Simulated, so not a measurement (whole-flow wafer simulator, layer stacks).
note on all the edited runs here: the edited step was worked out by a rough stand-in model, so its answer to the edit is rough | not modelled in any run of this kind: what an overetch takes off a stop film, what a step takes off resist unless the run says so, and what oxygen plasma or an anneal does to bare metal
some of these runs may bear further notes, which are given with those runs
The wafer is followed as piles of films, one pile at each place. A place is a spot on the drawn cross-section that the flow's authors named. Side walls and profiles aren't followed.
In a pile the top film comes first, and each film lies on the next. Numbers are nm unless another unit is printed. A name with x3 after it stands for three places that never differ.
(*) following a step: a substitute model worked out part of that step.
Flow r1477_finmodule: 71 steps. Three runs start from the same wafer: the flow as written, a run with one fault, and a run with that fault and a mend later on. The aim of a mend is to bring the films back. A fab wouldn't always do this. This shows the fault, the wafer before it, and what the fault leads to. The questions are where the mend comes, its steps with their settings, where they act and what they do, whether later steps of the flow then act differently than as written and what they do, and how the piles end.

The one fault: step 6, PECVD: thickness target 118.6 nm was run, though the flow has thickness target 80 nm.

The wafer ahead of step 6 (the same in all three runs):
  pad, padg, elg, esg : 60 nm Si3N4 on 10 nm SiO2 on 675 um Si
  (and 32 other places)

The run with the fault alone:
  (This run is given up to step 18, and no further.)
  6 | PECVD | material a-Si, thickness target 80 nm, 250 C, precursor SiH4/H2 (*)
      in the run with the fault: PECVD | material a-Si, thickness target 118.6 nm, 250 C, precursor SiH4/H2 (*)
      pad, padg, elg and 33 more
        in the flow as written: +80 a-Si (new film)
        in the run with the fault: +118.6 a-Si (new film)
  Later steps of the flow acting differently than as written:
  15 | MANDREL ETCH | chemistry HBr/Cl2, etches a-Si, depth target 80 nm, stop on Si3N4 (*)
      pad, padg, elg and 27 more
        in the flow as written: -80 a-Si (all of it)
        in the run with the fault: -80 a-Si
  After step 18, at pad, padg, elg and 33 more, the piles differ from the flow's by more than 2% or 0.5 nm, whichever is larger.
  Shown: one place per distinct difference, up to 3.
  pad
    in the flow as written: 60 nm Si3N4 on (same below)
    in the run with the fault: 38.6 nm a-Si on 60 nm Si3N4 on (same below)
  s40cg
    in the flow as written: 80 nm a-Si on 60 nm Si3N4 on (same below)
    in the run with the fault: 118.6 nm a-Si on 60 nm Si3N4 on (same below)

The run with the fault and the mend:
  The mend follows step 7.
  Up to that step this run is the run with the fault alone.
  7a | ETCH | chemistry tmah, depth target 136.4 nm
      pad, padg, elg and 33 more
        -118.6 a-Si (all of it)
  7b | PECVD | material a-Si, thickness target 80 nm, 250 C, precursor SiH4/H2 (*) (the flow's step 6 again)
      pad, padg, elg and 33 more
        +80 a-Si (new film)
  None of the later steps of the flow acts differently than as written at any place that is followed.
  At every place that both follow, the piles at the end match the flow's.
